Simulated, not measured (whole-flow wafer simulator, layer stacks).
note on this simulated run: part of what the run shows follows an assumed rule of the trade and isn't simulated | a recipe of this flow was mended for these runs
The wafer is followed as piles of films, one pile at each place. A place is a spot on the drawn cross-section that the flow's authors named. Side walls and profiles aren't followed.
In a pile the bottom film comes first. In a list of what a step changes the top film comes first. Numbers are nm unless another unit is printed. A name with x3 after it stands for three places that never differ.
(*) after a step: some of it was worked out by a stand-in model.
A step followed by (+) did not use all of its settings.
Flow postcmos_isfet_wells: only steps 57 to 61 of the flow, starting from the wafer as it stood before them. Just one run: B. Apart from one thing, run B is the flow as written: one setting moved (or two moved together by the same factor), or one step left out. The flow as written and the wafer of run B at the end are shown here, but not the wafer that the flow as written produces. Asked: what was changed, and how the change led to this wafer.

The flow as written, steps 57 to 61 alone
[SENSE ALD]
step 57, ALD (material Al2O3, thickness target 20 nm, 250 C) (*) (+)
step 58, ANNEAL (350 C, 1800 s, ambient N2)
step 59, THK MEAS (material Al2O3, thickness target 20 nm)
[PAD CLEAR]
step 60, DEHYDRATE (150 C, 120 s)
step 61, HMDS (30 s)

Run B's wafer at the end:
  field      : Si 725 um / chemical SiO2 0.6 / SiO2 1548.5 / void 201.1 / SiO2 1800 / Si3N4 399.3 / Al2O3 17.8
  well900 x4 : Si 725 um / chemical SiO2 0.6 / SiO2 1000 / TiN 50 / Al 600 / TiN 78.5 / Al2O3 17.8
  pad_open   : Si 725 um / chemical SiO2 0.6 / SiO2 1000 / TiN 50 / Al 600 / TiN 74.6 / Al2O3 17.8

The reason: step 57, ALD: 325 C was run, whereas the flow has 250 C.

The path from the change to this, step by step:
  step 57, ALD (material Al2O3, thickness target 20 nm, 250 C) (*) (+)
      field, margin x3, well900 x4, pad_open: Al2O3 gains 17.8 (new film) (as written it would have been: Al2O3 gains 20 (new film))
